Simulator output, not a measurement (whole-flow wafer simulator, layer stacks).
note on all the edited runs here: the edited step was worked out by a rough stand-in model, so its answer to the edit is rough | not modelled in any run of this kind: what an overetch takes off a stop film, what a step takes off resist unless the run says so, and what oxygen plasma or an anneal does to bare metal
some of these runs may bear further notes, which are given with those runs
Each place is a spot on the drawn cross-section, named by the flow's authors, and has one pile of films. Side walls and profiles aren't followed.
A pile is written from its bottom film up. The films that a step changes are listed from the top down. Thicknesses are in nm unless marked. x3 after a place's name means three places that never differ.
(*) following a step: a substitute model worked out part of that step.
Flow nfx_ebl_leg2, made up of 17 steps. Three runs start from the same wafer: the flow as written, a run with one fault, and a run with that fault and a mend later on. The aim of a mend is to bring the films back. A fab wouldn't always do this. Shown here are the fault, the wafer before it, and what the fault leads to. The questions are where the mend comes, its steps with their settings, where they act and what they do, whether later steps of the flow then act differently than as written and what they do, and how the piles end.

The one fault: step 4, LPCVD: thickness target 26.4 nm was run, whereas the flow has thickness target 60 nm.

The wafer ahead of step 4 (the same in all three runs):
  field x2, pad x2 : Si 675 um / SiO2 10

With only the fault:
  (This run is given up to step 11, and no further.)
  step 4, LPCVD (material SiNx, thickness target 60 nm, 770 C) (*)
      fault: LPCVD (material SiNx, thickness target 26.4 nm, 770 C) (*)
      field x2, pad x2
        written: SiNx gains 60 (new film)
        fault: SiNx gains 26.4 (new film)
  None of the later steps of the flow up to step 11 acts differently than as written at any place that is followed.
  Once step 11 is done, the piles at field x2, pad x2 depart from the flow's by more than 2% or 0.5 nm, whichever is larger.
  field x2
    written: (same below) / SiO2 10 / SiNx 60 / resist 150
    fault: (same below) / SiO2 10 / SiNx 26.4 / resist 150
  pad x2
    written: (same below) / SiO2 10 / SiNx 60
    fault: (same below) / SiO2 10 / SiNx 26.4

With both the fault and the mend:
  The mend stands after step 5.
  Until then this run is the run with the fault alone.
  step 5a, ETCH (chemistry h3po4, depth target 30.36 nm)
      field x2, pad x2
        SiNx loses 26.4 (all of it)
  step 5b, CLEAN (chemistry SC1/SC2) (the flow's step 2, run once more)
      leaves every film unchanged at each place that is followed
  step 5c, LPCVD (material SiNx, thickness target 60 nm, 770 C) (*) (the flow's step 4, run once more)
      field x2, pad x2
        SiNx gains 60 (new film)
  None of the later steps of the flow acts differently than as written at any place that is followed.
  At every place that both follow, the piles at the end match the flow's.
